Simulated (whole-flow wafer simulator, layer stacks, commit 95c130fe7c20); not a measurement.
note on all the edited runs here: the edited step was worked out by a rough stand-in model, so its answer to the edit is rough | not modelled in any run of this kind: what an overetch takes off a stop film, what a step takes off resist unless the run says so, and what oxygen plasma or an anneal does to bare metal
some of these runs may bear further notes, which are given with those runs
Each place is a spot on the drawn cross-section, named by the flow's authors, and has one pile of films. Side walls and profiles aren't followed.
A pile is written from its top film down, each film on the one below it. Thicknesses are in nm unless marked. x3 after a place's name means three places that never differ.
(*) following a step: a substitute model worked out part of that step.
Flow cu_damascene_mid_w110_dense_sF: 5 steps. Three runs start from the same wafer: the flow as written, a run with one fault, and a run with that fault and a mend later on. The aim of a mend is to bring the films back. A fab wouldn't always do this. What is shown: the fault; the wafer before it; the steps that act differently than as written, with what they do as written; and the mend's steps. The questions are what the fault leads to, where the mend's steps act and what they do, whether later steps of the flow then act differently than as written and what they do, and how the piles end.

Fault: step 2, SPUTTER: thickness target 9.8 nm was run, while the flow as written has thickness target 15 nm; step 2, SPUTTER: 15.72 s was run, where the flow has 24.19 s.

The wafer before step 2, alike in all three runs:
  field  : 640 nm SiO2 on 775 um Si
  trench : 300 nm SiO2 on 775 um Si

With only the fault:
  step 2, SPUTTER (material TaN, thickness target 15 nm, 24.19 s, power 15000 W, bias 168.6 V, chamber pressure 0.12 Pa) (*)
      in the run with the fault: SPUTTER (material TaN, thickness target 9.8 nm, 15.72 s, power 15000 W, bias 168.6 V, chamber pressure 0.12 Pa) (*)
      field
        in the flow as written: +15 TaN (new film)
        in the run with the fault: +9.8 TaN (new film)
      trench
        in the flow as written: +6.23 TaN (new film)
        in the run with the fault: +4.07 TaN (new film)
  None of the later steps of the flow differs from how it acts as written, at any place that is followed, by more than 2% or 0.5 nm, whichever is larger.
  By the end, the piles at field, trench depart from the flow's by more than 2% or 0.5 nm, whichever is larger.
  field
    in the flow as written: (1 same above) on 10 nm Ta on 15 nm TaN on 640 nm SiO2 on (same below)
    in the run with the fault: (1 same above) on 10 nm Ta on 9.8 nm TaN on 640 nm SiO2 on (same below)
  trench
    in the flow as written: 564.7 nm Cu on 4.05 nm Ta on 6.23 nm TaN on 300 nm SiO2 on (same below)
    in the run with the fault: 561.6 nm Cu on 4.12 nm Ta on 4.07 nm TaN on 300 nm SiO2 on (same below)

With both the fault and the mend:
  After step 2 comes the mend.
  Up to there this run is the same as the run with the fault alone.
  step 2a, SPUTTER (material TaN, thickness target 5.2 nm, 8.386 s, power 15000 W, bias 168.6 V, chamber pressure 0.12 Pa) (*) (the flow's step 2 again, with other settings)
      field
        +5.2 TaN
      trench
        +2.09 TaN
  None of the later steps of the flow differs from how it acts as written, at any place that is followed, by more than 2% or 0.5 nm, whichever is larger.
  When the end is reached, the piles differ only a little from the flow's at the places that both follow, at most by 2% or 0.5 nm, whichever is larger.
